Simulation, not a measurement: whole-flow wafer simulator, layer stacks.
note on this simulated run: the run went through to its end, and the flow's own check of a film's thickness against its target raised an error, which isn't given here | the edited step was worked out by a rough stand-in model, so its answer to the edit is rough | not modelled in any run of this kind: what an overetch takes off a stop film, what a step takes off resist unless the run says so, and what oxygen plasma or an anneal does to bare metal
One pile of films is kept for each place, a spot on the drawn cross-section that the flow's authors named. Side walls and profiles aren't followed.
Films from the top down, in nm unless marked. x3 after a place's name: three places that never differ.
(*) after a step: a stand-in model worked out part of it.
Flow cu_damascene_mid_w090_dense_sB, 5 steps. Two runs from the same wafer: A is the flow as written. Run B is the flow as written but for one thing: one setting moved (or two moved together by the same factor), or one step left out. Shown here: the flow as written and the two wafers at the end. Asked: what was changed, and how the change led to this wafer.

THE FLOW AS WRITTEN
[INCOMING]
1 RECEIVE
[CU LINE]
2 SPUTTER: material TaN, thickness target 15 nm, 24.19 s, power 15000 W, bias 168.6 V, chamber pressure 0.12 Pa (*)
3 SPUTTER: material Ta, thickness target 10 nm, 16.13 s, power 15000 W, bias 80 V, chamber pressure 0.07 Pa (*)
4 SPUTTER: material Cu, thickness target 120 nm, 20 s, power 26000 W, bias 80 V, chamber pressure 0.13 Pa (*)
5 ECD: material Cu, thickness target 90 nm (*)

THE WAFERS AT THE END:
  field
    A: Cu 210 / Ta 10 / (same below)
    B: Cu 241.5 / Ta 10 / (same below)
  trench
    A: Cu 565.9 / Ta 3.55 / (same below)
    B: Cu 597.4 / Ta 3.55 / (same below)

The cause: step 5, ECD: thickness target 121.5 nm was run, where the flow has thickness target 90 nm.

How the change led to this, step by step:
  5 ECD: material Cu, thickness target 90 nm (*)
      field: A Cu +90 | B Cu +121.5
      trench: A Cu +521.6 | B Cu +553.1
